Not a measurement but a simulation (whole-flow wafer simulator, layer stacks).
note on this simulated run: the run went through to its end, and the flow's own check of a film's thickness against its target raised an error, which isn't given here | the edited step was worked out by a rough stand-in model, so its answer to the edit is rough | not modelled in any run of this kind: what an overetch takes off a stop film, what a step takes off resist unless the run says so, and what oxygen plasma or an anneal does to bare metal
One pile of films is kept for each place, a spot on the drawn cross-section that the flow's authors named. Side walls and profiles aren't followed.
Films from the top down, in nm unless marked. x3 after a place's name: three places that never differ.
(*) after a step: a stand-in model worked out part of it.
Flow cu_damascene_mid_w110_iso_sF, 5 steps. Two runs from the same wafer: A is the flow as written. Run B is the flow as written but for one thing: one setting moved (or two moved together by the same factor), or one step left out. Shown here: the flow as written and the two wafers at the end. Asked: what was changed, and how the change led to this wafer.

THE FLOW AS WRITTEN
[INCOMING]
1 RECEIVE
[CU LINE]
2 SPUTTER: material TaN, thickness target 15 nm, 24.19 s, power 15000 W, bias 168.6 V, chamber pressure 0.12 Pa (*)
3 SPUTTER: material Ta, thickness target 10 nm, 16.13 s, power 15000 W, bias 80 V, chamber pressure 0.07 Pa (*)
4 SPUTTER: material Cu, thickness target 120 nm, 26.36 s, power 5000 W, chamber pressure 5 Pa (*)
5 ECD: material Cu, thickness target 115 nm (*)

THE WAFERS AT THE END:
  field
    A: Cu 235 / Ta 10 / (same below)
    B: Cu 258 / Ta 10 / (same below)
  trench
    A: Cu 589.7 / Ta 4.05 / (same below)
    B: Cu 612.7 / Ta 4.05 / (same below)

The cause: step 5, ECD: thickness target 138 nm was run, where the flow has thickness target 115 nm.

How the change led to this, step by step:
  5 ECD: material Cu, thickness target 115 nm (*)
      field: A Cu +115 | B Cu +138
      trench: A Cu +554 | B Cu +577
